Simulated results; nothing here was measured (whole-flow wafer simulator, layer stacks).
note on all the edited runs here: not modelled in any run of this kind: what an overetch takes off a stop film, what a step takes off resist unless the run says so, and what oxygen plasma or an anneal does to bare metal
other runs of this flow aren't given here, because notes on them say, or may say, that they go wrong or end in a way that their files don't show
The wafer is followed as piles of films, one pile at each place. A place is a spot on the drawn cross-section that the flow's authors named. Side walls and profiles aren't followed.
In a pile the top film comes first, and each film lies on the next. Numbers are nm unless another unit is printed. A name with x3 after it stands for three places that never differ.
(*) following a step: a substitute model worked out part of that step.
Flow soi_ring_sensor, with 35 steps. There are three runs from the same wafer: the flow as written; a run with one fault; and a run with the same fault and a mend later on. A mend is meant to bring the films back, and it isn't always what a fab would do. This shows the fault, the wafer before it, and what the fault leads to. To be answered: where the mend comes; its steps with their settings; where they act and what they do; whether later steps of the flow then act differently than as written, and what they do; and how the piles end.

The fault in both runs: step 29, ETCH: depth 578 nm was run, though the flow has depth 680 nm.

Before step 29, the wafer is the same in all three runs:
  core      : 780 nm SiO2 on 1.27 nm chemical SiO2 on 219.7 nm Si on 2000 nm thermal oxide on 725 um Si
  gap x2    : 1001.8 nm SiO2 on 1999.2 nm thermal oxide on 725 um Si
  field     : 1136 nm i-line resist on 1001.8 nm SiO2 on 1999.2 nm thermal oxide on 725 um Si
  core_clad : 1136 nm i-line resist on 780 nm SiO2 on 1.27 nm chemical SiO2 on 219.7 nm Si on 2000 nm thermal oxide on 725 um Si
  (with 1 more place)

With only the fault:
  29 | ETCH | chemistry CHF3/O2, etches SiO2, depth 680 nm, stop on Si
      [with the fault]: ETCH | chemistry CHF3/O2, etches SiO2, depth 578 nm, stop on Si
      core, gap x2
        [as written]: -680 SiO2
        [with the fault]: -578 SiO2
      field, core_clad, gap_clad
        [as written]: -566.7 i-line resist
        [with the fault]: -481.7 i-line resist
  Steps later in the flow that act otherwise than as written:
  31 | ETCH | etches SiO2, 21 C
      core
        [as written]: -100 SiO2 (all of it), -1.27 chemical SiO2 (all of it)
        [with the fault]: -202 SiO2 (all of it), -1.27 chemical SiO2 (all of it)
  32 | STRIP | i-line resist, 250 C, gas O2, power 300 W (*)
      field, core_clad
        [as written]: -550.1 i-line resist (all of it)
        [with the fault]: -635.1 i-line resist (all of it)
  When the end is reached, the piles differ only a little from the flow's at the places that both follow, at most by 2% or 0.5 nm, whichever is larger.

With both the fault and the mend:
  The mend follows step 29.
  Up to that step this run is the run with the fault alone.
  29a | ETCH | chemistry CHF3/O2, etches SiO2, depth 102 nm, stop on Si (a further turn of the flow's step 29, with different settings)
      core, gap x2
        -102 SiO2
      field, core_clad, gap_clad
        -85 i-line resist
  Every later step of the flow that is run acts as written at every place that is followed.
  The piles end the same as the flow's at every place that both follow.
